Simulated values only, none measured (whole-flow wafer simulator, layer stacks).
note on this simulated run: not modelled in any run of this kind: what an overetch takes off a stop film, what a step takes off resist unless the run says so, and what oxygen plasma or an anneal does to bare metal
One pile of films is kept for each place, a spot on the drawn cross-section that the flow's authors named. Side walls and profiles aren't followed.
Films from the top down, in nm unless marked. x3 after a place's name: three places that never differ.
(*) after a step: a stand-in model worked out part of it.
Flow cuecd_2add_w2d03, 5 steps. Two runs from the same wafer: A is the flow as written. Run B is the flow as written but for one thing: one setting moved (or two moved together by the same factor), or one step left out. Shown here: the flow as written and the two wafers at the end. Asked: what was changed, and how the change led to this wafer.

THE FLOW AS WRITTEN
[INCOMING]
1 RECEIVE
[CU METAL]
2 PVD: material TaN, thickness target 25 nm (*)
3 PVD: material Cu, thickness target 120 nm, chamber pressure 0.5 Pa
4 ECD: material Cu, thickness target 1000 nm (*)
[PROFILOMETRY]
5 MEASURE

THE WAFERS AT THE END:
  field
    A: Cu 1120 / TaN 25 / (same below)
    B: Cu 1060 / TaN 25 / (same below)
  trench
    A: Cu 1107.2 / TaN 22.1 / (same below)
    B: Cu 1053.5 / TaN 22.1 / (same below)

The cause: step 3, PVD: thickness target 60 nm was run, where the flow has thickness target 120 nm.

How the change led to this, step by step:
  3 PVD: material Cu, thickness target 120 nm, chamber pressure 0.5 Pa
      field: A Cu +120 (new film) | B Cu +60 (new film)
      trench: A Cu +107.2 (new film) | B Cu +53.5 (new film)
